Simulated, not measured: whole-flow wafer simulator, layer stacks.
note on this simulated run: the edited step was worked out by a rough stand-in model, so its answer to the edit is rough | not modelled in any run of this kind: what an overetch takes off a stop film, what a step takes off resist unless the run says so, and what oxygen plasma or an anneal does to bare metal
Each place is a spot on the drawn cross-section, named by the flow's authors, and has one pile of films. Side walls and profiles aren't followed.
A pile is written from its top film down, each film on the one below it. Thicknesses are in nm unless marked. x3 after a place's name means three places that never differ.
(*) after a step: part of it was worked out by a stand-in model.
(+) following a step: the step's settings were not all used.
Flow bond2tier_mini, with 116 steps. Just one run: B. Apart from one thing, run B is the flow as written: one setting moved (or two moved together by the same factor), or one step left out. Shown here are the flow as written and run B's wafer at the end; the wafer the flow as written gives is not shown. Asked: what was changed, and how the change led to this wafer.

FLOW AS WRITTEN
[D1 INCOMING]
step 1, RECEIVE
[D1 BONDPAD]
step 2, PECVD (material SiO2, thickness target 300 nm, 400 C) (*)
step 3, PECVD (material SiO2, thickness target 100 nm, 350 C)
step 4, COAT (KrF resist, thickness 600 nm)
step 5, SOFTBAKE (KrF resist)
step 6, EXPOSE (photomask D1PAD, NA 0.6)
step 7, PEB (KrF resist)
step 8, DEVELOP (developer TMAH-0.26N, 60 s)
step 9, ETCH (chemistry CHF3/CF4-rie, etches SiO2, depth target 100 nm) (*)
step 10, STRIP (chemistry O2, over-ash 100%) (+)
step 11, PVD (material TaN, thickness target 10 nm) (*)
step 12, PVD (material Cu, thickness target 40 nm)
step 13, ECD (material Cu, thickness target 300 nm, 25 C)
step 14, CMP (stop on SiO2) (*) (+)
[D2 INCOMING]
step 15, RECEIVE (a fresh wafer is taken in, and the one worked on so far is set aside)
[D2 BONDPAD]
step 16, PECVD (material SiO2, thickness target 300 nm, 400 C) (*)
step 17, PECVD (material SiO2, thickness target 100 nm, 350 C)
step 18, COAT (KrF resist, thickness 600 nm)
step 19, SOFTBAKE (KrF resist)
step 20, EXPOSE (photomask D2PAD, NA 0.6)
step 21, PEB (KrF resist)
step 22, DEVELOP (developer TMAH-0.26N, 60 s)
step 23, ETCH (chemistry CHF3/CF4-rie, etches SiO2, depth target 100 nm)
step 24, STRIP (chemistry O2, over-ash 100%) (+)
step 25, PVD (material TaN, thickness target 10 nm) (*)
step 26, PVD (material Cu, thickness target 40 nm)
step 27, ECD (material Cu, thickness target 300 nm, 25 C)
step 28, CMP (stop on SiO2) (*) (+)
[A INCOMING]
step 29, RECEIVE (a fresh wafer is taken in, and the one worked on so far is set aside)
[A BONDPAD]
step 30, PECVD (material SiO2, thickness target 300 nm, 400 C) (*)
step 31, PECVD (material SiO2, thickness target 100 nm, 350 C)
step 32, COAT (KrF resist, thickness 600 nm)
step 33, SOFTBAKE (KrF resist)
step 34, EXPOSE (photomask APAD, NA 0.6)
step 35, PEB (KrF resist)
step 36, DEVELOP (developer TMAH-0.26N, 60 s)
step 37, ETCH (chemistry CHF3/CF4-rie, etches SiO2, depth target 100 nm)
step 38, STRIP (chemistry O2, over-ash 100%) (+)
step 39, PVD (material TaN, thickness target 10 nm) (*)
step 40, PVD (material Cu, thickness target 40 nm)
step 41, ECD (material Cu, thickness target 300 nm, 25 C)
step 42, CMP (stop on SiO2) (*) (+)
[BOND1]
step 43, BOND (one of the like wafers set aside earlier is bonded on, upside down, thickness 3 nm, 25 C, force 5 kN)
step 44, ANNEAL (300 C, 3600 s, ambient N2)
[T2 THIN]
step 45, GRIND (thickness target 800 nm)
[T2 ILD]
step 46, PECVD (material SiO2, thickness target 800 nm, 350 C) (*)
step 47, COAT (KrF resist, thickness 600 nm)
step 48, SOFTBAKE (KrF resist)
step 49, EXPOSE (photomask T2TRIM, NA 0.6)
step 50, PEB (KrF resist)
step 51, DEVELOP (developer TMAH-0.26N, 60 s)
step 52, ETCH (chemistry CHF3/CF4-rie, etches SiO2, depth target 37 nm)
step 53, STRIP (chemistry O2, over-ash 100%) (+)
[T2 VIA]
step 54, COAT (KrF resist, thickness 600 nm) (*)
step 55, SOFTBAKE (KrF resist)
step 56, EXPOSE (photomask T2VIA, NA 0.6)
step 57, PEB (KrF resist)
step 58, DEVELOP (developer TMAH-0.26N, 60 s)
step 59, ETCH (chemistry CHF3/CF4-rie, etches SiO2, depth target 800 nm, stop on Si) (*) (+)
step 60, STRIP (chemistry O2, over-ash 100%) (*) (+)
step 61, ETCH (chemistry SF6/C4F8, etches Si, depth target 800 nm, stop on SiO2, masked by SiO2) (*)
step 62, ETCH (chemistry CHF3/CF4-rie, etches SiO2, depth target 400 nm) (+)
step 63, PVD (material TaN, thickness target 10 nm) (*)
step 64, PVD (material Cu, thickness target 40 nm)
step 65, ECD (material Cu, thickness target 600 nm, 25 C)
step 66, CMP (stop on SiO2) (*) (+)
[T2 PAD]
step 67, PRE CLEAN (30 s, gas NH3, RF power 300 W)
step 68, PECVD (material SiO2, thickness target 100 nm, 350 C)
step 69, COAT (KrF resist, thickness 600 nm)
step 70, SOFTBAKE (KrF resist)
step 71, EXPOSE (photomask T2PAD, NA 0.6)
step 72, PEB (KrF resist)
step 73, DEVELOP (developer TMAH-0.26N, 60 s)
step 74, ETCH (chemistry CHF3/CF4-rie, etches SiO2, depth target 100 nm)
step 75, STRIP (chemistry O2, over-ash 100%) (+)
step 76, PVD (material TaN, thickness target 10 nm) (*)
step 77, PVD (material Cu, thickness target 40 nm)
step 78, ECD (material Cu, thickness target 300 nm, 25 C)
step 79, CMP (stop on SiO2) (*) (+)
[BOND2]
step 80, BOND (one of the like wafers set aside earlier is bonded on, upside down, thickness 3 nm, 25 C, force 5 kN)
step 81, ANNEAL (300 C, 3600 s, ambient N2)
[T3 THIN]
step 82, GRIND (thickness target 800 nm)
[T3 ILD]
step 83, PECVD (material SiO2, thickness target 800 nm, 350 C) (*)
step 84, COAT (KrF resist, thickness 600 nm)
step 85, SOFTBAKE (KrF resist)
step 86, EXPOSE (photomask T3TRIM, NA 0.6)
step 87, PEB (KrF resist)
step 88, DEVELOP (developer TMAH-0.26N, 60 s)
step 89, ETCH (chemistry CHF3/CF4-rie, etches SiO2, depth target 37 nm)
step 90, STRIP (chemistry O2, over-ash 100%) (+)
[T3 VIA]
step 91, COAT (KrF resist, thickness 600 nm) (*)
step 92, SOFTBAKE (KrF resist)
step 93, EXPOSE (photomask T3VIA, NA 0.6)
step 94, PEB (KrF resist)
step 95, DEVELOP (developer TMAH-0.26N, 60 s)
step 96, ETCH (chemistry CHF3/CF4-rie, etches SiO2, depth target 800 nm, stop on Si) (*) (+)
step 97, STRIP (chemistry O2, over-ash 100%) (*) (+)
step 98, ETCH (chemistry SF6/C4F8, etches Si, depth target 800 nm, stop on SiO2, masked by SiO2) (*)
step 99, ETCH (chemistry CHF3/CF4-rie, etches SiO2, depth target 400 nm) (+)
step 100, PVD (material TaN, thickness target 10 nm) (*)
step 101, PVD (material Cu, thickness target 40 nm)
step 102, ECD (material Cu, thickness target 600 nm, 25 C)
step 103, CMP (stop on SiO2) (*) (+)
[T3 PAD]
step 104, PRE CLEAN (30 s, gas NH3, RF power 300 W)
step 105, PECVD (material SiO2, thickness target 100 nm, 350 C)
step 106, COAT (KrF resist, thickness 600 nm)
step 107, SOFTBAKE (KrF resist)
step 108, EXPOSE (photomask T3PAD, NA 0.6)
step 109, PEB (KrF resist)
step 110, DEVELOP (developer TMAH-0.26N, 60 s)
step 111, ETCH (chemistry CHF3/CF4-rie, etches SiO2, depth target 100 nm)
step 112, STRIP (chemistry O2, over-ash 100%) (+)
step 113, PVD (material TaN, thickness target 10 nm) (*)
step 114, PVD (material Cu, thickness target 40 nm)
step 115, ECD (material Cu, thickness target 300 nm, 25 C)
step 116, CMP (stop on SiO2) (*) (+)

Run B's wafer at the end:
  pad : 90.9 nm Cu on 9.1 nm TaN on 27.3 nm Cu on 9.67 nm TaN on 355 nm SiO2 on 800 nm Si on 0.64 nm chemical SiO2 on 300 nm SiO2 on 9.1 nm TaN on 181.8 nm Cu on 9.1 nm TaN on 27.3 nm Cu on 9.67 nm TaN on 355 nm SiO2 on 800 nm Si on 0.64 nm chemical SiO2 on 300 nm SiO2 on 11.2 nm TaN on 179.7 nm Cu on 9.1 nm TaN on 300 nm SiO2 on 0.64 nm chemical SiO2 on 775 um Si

Cause: step 11, PVD: thickness target 12.3 nm was run, while the flow as written has thickness target 10 nm.

Step by step, how the change led to this:
  step 11, PVD (material TaN, thickness target 10 nm) (*)
      field: TaN gains 12.3 (new film) (it would be, as written: TaN gains 10 (new film))
      pad: TaN gains 11.2 (new film) (it would be, as written: TaN gains 9.1 (new film))
      (as well as at 1 more place)
  step 14, CMP (stop on SiO2) (*) (+)
      field: Cu loses 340 (all of it), TaN loses 12.3 (all of it) (it would be, as written: Cu loses 340 (all of it), TaN loses 10 (all of it))
  step 43, BOND (one of the like wafers set aside earlier is bonded on, upside down, thickness 3 nm, 25 C, force 5 kN)
      pad: Si gains 775 um (new film), chemical SiO2 gains 0.64 (new film), SiO2 gains 300 (new film), TaN gains 11.2 (new film), Cu gains 88.8 (it would be, as written: Si gains 775 um (new film), chemical SiO2 gains 0.64 (new film), SiO2 gains 300 (new film), TaN gains 9.1 (new film), Cu gains 90.9)
      via: Si gains 775 um (new film), chemical SiO2 gains 0.64 (new film), SiO2 gains 300 (new film), TaN gains 12.3 (new film), Cu gains 87.7 (it would be, as written: Si gains 775 um (new film), chemical SiO2 gains 0.64 (new film), SiO2 gains 300 (new film), TaN gains 9.97 (new film), Cu gains 90)
